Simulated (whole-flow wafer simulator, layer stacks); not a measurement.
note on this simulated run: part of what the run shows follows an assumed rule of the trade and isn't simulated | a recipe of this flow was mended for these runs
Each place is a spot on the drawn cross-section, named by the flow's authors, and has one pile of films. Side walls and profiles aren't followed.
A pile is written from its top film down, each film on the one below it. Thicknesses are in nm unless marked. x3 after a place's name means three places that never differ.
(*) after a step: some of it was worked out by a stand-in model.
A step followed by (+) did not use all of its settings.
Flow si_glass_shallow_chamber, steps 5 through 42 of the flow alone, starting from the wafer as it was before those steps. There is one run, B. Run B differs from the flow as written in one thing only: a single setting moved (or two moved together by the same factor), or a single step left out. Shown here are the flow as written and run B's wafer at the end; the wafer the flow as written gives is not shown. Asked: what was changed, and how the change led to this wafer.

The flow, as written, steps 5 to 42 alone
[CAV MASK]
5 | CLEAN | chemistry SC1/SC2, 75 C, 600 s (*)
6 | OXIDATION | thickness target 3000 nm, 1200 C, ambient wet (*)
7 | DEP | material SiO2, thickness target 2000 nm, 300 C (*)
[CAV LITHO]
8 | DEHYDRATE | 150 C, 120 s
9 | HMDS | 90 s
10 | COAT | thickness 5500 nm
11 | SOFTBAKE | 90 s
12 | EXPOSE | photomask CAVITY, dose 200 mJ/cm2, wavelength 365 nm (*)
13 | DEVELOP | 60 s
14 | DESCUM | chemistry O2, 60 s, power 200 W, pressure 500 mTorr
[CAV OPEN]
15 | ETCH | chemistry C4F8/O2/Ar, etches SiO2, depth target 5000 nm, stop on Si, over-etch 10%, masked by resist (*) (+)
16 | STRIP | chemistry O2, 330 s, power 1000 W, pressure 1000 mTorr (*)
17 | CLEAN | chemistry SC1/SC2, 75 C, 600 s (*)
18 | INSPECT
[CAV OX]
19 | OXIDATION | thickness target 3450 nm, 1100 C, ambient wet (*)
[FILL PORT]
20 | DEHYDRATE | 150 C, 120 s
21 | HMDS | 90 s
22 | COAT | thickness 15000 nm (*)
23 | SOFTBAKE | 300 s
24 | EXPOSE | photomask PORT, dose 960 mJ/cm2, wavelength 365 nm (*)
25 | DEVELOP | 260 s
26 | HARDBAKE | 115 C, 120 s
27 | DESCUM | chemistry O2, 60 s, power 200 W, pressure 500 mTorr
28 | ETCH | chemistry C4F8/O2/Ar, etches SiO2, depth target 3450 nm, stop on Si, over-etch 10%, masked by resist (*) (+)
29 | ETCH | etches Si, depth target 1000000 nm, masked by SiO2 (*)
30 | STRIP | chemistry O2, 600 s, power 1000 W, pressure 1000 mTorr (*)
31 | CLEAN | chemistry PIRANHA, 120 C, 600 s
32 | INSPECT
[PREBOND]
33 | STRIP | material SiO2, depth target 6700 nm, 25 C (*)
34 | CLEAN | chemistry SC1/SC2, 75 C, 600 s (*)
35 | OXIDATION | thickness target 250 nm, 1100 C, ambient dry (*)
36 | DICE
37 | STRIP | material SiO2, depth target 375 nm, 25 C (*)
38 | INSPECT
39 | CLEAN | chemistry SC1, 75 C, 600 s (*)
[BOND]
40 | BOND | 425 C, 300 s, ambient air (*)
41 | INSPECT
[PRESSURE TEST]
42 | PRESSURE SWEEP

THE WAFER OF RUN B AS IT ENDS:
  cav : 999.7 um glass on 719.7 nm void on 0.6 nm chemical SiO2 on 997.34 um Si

The reason: step 15, ETCH: depth target 3800 nm was run, though the flow has depth target 5000 nm.

Step by step, how the change led to this:
  15 | ETCH | chemistry C4F8/O2/Ar, etches SiO2, depth target 5000 nm, stop on Si, over-etch 10%, masked by resist (*) (+)
      cav, port: -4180 SiO2 (it would be, as written: -5000 SiO2 (all of it), -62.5 Si)
      rim, ramp, septum, ring: -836 thick-i-line-resist (it would be, as written: -1100 thick-i-line-resist)
  16 | STRIP | chemistry O2, 330 s, power 1000 W, pressure 1000 mTorr (*)
      cav, port: nothing (it would be, as written: +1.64 chemical SiO2 (new film), -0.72 Si)
      rim, ramp, septum, ring: -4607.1 thick-i-line-resist (all of it) (it would be, as written: -4343.1 thick-i-line-resist (all of it))
  17 | CLEAN | chemistry SC1/SC2, 75 C, 600 s (*)
      cav, port: -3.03 SiO2 (it would be, as written: -1.04 chemical SiO2, -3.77 Si)
  19 | OXIDATION | thickness target 3450 nm, 1100 C, ambient wet (*)
      cav, port: +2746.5 SiO2, -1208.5 Si (it would be, as written: +3450 SiO2 (new film), -0.6 chemical SiO2 (all of it), -1517.7 Si)
  22 | COAT | thickness 15000 nm (*)
      rim: +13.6 um thick-i-line-resist (new film) (it would be, as written: +13.4 um thick-i-line-resist (new film))
      ramp: +13.16 um thick-i-line-resist (new film) (it would be, as written: +12.89 um thick-i-line-resist (new film))
      (and at 4 other places as well)
  23 | SOFTBAKE | 300 s
      rim: -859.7 thick-i-line-resist (it would be, as written: -997 thick-i-line-resist)
      ramp: -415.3 thick-i-line-resist (it would be, as written: -487.1 thick-i-line-resist)
      (and at 4 other places as well)
  25 | DEVELOP | 260 s
      port: -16 um thick-i-line-resist (all of it) (it would be, as written: -16.16 um thick-i-line-resist (all of it))
  26 | HARDBAKE | 115 C, 120 s
      rim, ramp: -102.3 thick-i-line-resist (it would be, as written: -98.2 thick-i-line-resist)
  28 | ETCH | chemistry C4F8/O2/Ar, etches SiO2, depth target 3450 nm, stop on Si, over-etch 10%, masked by resist (*) (+)
      port: -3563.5 SiO2 (all of it), -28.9 Si (it would be, as written: -3450 SiO2 (all of it), -43.1 Si)
  29 | ETCH | etches Si, depth target 1000000 nm, masked by SiO2 (*)
      rim, ramp: -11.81 um thick-i-line-resist (all of it), -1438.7 SiO2 (it would be, as written: -11.47 um thick-i-line-resist (all of it), -1617.3 SiO2)
      port: +997.44 um hole (new film), -997.44 um Si (all of it) (it would be, as written: +997.05 um hole (new film), -997.05 um Si (all of it))
      (and at 2 other places as well)
  30 | STRIP | chemistry O2, 600 s, power 1000 W, pressure 1000 mTorr (*)
      cav: -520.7 thick-i-line-resist (all of it) (it would be, as written: -669.6 thick-i-line-resist (all of it))
  33 | STRIP | material SiO2, depth target 6700 nm, 25 C (*)
      rim, ramp: -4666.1 SiO2 (all of it) (it would be, as written: -4487.5 SiO2 (all of it))
      cav: -3563.5 SiO2 (all of it) (it would be, as written: -3450 SiO2 (all of it))
  40 | BOND | 425 C, 300 s, ambient air (*)
      cav: +999.7 um glass (new film), +719.7 void (new film) (it would be, as written: +999.7 um glass (new film), +1095.9 void (new film))
      port: +999.7 um glass (new film), +626.8 hole (it would be, as written: +999.7 um glass (new film), +1017.3 hole)
